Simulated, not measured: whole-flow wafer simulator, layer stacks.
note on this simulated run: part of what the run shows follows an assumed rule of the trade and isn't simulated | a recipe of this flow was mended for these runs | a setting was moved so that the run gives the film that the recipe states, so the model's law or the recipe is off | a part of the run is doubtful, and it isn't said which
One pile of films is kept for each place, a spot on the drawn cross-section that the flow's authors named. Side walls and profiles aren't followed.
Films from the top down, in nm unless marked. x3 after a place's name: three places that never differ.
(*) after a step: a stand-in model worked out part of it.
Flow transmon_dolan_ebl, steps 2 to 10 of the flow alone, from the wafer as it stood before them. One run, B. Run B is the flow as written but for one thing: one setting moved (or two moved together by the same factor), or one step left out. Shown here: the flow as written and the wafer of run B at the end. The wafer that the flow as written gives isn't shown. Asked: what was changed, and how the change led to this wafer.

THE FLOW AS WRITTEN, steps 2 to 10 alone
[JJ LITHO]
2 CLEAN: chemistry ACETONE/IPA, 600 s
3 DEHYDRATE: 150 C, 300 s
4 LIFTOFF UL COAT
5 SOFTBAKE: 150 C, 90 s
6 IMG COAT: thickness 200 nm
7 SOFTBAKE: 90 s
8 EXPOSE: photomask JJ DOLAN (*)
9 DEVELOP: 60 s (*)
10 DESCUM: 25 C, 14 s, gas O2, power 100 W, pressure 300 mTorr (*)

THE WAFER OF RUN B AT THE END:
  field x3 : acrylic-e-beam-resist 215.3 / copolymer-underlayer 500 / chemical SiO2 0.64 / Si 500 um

The cause: step 6, IMG COAT: thickness 230 nm was run, where the flow has thickness 200 nm.

How the change led to this, step by step:
  6 IMG COAT: thickness 200 nm
      field x3, jj_line: acrylic-e-beam-resist +230 (new film) (as written it would be: acrylic-e-beam-resist +200 (new film))
  9 DEVELOP: 60 s (*)
      jj_line: acrylic-e-beam-resist -230 (all of it), copolymer-underlayer -500 (all of it) (as written it would be: acrylic-e-beam-resist -200 (all of it), copolymer-underlayer -500 (all of it))
